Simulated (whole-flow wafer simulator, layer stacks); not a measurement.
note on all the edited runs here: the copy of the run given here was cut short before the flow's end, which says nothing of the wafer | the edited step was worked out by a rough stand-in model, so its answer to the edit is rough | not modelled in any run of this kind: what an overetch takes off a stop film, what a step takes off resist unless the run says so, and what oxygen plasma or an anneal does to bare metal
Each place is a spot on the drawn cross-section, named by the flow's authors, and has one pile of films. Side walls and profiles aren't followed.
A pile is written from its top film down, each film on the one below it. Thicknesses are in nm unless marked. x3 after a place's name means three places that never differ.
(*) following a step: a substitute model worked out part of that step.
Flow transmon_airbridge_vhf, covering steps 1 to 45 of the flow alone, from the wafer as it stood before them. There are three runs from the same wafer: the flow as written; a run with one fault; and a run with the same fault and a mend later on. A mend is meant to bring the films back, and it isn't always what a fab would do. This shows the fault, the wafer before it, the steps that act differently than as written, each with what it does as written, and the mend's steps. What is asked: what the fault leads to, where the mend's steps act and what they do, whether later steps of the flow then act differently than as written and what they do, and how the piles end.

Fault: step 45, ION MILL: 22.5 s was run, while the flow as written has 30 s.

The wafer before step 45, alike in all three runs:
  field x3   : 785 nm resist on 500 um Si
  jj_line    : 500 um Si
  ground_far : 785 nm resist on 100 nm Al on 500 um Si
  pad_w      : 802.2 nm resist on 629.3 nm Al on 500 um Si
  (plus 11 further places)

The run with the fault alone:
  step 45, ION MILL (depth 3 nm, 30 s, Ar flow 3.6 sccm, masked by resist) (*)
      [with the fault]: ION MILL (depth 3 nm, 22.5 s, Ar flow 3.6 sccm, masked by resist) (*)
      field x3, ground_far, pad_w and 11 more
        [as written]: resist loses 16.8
        [with the fault]: resist loses 12.6
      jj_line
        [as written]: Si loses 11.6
        [with the fault]: Si loses 8.72
  Later steps of the flow that are run all act as written at every place that is followed.
  The piles end only slightly different from the flow's at the places that both follow, by no more than 2% or 0.5 nm, whichever is larger.

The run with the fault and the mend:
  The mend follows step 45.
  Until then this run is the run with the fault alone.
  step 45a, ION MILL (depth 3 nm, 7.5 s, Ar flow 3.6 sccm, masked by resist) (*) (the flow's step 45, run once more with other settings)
      field x3, ground_far, pad_w and 11 more
        resist loses 4.2
      jj_line
        Si loses 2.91
  Later steps of the flow that are run all act as written at every place that is followed.
  The piles end the same as the flow's at every place that both follow.
